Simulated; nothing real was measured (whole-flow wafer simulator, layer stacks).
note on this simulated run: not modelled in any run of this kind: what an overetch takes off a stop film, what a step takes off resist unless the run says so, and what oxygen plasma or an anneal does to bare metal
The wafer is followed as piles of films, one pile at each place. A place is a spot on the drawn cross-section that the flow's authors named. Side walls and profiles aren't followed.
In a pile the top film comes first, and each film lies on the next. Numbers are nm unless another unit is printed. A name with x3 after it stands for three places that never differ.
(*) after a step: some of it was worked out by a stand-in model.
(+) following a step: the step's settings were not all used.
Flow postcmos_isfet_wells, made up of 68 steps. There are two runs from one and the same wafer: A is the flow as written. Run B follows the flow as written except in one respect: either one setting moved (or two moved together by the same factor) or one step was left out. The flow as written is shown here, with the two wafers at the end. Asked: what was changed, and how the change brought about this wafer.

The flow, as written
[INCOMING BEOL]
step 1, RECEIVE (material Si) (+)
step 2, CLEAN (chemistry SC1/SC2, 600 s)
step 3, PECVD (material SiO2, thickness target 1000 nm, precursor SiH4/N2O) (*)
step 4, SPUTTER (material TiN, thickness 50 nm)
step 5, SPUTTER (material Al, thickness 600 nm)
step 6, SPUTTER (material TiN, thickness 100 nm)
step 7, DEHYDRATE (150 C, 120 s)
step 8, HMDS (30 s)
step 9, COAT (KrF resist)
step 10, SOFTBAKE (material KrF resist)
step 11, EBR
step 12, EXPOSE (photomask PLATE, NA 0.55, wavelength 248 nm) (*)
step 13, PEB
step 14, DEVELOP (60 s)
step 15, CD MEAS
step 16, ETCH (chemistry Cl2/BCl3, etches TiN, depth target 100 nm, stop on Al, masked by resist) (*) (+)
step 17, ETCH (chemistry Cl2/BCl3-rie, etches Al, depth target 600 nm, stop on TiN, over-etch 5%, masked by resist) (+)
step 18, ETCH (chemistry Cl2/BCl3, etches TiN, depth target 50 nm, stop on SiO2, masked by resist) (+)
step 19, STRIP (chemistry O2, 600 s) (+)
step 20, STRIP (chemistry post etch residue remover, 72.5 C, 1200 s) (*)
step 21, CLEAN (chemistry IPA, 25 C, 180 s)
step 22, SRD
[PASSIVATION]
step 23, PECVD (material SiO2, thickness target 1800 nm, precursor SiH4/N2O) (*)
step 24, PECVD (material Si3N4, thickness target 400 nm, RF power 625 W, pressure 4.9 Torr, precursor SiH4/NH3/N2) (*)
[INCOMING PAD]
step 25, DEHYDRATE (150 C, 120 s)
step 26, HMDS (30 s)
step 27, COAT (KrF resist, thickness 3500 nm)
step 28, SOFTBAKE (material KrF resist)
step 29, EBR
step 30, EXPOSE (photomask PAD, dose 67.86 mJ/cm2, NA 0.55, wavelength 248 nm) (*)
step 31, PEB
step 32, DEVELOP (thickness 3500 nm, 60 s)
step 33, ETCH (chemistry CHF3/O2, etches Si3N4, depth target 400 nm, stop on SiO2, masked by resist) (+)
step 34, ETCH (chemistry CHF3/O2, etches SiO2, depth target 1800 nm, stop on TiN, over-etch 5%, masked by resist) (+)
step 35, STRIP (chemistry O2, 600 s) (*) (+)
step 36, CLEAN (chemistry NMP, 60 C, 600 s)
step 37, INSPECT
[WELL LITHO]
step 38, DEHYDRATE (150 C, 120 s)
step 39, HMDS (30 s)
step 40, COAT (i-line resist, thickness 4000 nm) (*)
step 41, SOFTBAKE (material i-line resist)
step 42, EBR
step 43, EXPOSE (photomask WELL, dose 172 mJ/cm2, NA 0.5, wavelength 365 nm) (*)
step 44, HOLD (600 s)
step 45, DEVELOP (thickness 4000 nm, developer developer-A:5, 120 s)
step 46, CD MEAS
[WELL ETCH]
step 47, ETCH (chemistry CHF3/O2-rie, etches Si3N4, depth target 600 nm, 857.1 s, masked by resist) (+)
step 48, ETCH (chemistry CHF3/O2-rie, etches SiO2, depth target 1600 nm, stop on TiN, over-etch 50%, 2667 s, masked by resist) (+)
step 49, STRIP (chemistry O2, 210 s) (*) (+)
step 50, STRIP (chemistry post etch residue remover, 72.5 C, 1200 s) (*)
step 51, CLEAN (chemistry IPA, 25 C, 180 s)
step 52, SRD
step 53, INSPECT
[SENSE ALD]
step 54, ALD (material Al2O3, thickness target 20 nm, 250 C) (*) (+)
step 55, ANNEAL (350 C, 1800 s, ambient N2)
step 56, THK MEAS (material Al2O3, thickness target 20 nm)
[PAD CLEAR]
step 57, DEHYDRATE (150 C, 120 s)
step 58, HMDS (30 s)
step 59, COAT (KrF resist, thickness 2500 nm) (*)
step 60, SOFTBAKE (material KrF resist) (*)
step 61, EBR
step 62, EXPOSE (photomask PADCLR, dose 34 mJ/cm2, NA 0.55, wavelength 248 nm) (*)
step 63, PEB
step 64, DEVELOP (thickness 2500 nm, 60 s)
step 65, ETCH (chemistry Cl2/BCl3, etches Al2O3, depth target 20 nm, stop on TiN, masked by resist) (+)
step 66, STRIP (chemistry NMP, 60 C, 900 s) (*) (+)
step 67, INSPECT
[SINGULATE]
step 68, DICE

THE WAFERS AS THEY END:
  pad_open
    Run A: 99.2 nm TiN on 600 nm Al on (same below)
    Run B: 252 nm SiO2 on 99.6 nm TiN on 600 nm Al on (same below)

The reason: step 33, ETCH: depth target 160 nm was run, whereas the flow has depth target 400 nm.

How this came from the change, step by step:
  step 33, ETCH (chemistry CHF3/O2, etches Si3N4, depth target 400 nm, stop on SiO2, masked by resist) (+)
      pad_open: A -400 Si3N4 (all of it) | B -160 Si3N4
      field, margin, well900, well1300 x3, pad_rim, pad_clr: A -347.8 KrF resist | B -139.1 KrF resist
  step 34, ETCH (chemistry CHF3/O2, etches SiO2, depth target 1800 nm, stop on TiN, over-etch 5%, masked by resist) (+)
      pad_open: A -1800 SiO2 (all of it) | B -240 Si3N4 (all of it), -1548 SiO2
  step 35, STRIP (chemistry O2, 600 s) (*) (+)
      field, margin, well900, well1300 x3, pad_rim, pad_clr: A -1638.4 KrF resist (all of it) | B -1847.1 KrF resist (all of it)
  step 40, COAT (i-line resist, thickness 4000 nm) (*)
      pad_clr: A +3256.8 i-line resist (new film) | B +3335.7 i-line resist (new film)
  step 41, SOFTBAKE (material i-line resist)
      pad_clr: A -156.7 i-line resist | B -131.8 i-line resist
      pad_open: A +115.3 i-line resist | B +104 i-line resist
  step 49, STRIP (chemistry O2, 210 s) (*) (+)
      pad_clr: A -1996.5 i-line resist (all of it) | B -2100.3 i-line resist (all of it)
      pad_open: A -3816.3 i-line resist (all of it) | B -3714.6 i-line resist (all of it)
  step 59, COAT (KrF resist, thickness 2500 nm) (*)
      pad_rim: A +1976.4 KrF resist (new film) | B +2033.8 KrF resist (new film)
      pad_clr: A +1691.6 KrF resist (new film) | B +1776.4 KrF resist (new film)
      (also at 1 further place)
  step 60, SOFTBAKE (material KrF resist) (*)
      pad_clr: A -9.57 KrF resist | B -8.5 KrF resist
  step 64, DEVELOP (thickness 2500 nm, 60 s)
      pad_clr: A -1682 KrF resist (all of it) | B -1767.9 KrF resist (all of it)
      pad_open: A -3067.2 KrF resist (all of it) | B -3003.7 KrF resist (all of it)
  step 66, STRIP (chemistry NMP, 60 C, 900 s) (*) (+)
      pad_rim: A -1937.7 KrF resist (all of it) | B -1994.8 KrF resist (all of it)
